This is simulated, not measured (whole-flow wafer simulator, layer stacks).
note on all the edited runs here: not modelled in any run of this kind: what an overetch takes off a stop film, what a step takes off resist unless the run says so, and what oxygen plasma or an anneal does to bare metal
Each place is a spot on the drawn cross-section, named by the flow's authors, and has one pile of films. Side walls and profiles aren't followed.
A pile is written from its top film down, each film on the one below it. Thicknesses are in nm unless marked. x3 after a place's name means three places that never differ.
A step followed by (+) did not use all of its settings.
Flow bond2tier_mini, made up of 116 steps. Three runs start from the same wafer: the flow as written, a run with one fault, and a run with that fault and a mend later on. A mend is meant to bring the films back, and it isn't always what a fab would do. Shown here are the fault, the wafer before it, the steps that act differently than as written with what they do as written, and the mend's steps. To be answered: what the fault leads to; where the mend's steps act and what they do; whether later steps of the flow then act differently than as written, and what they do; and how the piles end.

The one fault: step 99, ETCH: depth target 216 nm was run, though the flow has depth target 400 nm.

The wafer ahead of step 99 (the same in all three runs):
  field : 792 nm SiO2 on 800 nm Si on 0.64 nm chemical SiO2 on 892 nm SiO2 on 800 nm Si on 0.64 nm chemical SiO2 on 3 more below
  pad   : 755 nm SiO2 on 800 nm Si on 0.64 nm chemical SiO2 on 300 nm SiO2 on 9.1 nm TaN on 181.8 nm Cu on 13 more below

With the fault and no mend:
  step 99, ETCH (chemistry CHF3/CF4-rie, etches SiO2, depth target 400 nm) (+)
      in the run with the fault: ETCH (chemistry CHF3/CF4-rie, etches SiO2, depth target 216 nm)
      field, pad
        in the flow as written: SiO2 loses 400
        in the run with the fault: SiO2 loses 216
  None of the later steps of the flow acts differently than as written at any place that is followed.
  By the end, the piles at field, pad depart from the flow's by more than 2% or 0.5 nm, whichever is larger.
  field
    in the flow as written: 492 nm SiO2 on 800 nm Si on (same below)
    in the run with the fault: 676 nm SiO2 on 800 nm Si on (same below)
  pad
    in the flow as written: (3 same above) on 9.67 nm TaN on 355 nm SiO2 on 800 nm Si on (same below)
    in the run with the fault: (3 same above) on 9.67 nm TaN on 539 nm SiO2 on 800 nm Si on (same below)

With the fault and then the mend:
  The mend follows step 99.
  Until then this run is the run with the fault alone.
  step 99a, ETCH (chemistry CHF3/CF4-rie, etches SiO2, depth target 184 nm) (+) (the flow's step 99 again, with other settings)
      field, pad
        SiO2 loses 184
  None of the later steps of the flow acts differently than as written at any place that is followed.
  The piles end the same as the flow's at every place that both follow.
